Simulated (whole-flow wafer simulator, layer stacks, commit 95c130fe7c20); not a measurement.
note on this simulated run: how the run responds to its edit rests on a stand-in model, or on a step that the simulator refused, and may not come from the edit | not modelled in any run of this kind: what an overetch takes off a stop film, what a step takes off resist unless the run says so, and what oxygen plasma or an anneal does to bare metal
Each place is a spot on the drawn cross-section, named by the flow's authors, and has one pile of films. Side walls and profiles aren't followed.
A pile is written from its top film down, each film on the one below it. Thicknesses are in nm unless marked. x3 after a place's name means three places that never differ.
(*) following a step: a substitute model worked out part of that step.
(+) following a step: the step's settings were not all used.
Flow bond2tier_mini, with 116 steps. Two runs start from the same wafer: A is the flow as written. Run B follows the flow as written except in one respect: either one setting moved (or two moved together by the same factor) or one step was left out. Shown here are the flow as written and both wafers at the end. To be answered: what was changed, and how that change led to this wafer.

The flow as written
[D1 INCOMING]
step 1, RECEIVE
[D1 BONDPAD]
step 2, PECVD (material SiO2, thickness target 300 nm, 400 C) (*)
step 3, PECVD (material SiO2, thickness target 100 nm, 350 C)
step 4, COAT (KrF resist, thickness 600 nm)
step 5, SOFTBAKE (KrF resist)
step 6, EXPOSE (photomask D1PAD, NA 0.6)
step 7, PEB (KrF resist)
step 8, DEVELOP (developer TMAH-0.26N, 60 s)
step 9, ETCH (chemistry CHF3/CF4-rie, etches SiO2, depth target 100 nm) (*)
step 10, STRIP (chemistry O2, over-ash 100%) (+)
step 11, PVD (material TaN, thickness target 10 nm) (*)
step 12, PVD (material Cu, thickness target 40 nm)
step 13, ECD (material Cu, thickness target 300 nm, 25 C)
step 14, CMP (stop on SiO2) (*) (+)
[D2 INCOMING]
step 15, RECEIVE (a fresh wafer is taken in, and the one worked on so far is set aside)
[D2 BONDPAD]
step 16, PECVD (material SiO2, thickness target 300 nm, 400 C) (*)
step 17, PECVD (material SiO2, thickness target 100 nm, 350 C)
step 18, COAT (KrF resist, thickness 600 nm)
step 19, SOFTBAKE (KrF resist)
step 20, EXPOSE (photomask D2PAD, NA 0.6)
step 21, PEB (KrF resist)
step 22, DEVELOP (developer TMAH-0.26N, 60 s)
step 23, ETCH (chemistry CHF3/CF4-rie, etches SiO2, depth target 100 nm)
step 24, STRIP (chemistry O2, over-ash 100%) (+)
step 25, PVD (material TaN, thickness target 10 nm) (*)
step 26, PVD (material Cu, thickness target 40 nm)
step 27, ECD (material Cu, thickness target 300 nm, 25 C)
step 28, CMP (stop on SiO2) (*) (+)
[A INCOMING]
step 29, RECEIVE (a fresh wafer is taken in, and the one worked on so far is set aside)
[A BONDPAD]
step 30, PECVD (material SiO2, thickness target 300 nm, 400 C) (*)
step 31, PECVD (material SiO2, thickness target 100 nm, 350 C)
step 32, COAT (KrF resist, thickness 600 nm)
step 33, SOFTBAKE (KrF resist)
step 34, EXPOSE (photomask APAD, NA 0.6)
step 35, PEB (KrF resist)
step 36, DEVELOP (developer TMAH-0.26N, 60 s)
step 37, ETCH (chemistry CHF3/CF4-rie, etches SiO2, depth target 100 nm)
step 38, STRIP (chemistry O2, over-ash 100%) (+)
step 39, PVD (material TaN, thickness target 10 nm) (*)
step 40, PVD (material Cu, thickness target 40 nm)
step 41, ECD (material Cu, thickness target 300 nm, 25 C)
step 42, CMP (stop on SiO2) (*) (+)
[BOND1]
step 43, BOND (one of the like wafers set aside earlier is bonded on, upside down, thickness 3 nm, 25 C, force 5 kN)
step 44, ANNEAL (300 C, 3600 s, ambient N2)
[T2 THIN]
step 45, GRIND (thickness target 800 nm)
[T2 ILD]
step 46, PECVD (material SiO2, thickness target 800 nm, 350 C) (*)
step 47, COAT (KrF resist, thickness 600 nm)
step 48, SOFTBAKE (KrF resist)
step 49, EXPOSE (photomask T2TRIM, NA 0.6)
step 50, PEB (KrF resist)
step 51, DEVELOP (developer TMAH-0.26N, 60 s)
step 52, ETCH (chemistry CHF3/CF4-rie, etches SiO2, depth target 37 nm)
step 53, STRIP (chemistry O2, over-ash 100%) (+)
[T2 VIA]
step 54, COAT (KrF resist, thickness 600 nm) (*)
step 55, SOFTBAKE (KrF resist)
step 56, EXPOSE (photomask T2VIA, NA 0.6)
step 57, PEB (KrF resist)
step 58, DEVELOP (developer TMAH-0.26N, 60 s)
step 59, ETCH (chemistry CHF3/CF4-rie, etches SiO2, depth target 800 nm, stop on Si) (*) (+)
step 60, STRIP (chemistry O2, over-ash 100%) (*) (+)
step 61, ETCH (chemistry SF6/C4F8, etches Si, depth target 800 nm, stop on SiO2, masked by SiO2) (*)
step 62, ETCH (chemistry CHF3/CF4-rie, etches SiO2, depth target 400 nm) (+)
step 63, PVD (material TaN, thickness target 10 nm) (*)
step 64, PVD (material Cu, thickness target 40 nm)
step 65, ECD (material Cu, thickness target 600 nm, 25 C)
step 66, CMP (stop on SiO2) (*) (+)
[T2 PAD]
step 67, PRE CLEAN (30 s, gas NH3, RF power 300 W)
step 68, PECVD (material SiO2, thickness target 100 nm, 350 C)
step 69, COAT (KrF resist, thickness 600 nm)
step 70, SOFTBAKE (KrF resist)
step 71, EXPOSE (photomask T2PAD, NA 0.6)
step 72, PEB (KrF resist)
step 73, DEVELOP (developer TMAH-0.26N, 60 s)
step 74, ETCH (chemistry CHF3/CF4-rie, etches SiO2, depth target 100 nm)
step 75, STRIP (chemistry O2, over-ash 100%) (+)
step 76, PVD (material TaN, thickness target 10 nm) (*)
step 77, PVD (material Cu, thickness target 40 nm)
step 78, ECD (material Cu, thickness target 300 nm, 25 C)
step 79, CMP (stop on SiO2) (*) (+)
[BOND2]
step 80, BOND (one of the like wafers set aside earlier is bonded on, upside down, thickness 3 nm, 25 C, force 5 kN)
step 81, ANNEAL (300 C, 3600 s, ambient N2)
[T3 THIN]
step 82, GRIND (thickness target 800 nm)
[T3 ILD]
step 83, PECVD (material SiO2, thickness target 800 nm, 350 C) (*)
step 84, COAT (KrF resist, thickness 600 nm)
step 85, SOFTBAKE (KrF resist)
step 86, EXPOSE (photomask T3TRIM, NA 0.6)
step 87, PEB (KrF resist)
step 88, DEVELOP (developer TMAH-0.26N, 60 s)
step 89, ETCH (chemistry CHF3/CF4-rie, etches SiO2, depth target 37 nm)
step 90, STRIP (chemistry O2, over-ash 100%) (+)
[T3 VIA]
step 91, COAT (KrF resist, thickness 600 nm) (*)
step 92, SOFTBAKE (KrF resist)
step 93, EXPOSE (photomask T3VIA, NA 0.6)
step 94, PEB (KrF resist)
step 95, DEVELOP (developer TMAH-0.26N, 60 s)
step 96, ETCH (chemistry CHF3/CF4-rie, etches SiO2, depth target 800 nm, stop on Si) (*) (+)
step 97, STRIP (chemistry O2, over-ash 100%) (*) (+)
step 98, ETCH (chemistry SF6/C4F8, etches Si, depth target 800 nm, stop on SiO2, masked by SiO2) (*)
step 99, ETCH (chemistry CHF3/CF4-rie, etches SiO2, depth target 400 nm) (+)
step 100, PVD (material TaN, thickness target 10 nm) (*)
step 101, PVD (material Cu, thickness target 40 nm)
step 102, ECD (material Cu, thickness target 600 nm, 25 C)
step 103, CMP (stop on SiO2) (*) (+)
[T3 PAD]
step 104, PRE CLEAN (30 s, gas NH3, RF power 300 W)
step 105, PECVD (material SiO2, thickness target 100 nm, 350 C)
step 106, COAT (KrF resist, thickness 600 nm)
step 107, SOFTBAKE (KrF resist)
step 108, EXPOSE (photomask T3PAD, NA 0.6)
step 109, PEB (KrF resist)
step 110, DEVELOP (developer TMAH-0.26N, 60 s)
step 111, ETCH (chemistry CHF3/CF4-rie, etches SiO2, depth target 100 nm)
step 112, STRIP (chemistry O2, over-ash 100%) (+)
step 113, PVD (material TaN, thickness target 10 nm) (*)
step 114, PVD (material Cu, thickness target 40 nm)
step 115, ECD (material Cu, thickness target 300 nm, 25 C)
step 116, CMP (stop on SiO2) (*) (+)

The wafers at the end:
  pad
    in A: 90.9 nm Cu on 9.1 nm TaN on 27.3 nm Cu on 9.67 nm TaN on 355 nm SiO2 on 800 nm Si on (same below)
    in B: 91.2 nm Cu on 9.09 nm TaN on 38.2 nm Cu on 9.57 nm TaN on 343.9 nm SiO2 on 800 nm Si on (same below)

What caused this: step 89, ETCH: depth target 48.1 nm was run, though the flow has depth target 37 nm.

Step by step, how the change led to this:
  step 89, ETCH (chemistry CHF3/CF4-rie, etches SiO2, depth target 37 nm)
      field: A -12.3 KrF resist | B -16 KrF resist
      pad: A -37 SiO2 | B -48.1 SiO2
